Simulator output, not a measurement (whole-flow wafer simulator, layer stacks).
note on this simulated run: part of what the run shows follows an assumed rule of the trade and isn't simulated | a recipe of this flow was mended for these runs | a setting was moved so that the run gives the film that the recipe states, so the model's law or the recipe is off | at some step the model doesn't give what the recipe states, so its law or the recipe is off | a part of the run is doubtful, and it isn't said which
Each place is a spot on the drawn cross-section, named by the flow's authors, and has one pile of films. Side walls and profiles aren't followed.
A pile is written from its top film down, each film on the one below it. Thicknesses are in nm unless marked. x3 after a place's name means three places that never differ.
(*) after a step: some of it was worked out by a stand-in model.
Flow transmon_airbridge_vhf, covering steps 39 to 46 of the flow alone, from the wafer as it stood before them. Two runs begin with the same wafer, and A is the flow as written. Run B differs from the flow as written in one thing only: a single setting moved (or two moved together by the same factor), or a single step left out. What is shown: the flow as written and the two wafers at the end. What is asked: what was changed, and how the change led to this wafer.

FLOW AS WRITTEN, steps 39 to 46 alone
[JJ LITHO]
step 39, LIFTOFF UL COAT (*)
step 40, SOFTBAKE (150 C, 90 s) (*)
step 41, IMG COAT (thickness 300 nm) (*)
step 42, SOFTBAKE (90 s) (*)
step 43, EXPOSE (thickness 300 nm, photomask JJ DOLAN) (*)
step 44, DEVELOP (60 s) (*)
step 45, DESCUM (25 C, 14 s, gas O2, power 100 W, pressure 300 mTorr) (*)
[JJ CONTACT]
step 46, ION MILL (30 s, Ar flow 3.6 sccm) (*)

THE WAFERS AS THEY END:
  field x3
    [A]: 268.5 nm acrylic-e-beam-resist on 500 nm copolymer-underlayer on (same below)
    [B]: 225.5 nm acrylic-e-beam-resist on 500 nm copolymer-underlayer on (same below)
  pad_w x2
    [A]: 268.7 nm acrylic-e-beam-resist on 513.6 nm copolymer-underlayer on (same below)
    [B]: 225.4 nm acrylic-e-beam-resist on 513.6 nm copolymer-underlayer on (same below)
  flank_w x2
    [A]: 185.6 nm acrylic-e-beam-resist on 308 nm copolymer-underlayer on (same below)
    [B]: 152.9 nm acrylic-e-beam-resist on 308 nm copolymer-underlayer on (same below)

What caused this: step 41, IMG COAT: thickness 257 nm was run, whereas the flow has thickness 300 nm; step 43, EXPOSE: thickness 257 nm was run, where the flow has thickness 300 nm.

How this came from the change, step by step:
  step 41, IMG COAT (thickness 300 nm) (*)
      field x3, jj_line, ground_far x3: A +300 acrylic-e-beam-resist (new film) | B +257 acrylic-e-beam-resist (new film)
      pad_w x2: A +300.2 acrylic-e-beam-resist (new film) | B +256.9 acrylic-e-beam-resist (new film)
      (and at 8 other places as well)
  step 44, DEVELOP (60 s) (*)
      jj_line: A -300 acrylic-e-beam-resist (all of it), -500 copolymer-underlayer (all of it) | B -257 acrylic-e-beam-resist (all of it), -500 copolymer-underlayer (all of it)
